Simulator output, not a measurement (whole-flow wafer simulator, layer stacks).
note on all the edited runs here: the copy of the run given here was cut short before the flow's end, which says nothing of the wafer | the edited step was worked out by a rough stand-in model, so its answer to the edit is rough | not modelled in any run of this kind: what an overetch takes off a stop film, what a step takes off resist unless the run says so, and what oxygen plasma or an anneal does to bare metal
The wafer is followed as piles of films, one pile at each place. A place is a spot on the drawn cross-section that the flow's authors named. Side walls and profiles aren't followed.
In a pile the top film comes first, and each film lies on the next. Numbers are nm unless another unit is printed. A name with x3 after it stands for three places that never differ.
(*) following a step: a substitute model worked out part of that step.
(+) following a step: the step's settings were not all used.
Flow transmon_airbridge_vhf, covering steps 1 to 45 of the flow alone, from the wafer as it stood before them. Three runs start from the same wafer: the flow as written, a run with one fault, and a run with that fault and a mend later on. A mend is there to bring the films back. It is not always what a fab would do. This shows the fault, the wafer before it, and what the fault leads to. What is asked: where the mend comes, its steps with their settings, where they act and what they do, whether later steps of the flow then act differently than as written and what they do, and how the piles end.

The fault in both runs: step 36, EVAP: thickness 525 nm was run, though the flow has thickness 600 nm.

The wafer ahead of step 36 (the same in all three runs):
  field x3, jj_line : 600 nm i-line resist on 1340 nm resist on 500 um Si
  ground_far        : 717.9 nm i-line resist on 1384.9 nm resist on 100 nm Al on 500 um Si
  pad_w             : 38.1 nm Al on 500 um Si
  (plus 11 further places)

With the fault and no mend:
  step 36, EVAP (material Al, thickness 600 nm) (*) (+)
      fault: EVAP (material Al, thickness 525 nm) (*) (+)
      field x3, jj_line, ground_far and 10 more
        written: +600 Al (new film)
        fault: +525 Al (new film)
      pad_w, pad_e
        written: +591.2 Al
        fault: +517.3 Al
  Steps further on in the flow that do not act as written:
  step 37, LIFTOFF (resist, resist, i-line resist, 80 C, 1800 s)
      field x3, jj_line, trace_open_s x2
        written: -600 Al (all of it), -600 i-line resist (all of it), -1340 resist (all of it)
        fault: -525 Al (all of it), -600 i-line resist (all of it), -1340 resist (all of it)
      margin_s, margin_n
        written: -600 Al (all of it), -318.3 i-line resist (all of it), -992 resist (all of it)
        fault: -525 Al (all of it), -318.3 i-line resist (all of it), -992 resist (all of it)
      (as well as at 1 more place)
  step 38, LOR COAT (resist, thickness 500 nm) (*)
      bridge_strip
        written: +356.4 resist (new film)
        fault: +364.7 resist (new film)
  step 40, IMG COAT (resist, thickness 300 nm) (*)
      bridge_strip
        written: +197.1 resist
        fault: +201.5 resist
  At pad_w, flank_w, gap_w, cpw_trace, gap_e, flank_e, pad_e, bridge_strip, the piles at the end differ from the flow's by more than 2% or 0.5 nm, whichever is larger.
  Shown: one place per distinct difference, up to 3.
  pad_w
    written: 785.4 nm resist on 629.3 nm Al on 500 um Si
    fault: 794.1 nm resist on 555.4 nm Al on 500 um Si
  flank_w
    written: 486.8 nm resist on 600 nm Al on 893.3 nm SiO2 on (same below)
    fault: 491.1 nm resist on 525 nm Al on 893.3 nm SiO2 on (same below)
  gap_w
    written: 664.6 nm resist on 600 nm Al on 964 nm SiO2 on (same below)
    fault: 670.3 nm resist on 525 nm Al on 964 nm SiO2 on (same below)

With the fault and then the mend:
  The mend follows step 36.
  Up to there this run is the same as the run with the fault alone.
  step 36a, EVAP (material Al, thickness 75 nm) (*) (+) (a further turn of the flow's step 36, with different settings)
      field x3, jj_line, ground_far and 10 more
        +75 Al
      pad_w, pad_e
        +73.9 Al
  Every later step of the flow that is run acts as written, at every place that is followed, to within 2% or 0.5 nm, whichever is larger.
  When the end is reached, the piles differ only a little from the flow's at the places that both follow, at most by 2% or 0.5 nm, whichever is larger.
